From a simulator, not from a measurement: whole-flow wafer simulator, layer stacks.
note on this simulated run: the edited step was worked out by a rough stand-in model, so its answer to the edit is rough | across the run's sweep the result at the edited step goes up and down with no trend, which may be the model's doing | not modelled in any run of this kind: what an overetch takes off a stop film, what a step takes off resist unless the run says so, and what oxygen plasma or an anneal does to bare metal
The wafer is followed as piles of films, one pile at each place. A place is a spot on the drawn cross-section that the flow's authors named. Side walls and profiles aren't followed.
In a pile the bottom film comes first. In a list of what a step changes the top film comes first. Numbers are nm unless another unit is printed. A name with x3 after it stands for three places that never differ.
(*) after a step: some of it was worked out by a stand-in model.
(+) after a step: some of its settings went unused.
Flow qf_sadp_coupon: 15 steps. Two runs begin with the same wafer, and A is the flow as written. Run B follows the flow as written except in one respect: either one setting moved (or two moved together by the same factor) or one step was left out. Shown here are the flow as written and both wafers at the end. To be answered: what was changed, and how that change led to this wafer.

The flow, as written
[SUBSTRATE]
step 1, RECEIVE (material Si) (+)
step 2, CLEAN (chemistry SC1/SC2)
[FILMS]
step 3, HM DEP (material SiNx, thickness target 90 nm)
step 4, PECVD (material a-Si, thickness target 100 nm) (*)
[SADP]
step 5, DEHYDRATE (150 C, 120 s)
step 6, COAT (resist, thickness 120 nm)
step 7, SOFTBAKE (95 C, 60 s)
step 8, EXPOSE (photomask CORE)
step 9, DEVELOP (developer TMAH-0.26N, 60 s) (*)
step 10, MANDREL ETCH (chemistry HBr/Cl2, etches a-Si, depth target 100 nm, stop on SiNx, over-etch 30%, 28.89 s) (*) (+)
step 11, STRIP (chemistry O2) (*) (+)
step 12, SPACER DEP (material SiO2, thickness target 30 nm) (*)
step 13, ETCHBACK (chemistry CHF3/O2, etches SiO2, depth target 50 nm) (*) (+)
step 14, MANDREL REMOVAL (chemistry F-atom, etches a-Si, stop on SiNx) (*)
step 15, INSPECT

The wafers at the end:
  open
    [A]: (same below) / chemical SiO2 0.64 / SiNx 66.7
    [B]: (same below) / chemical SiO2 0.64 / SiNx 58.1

The reason: step 12, SPACER DEP: thickness target 21 nm was run, while the flow as written has thickness target 30 nm.

How this came from the change, step by step:
  step 12, SPACER DEP (material SiO2, thickness target 30 nm) (*)
      m, open: A SiO2 gains 30 (new film) | B SiO2 gains 21 (new film)
  step 13, ETCHBACK (chemistry CHF3/O2, etches SiO2, depth target 50 nm) (*) (+)
      m: A SiO2 loses 30 (all of it), chemical SiO2 loses 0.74 (all of it), a-Si loses 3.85 | B SiO2 loses 21 (all of it), chemical SiO2 loses 0.74 (all of it), a-Si loses 5.65
      open: A SiO2 loses 30 (all of it), SiNx loses 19 | B SiO2 loses 21 (all of it), SiNx loses 27.6
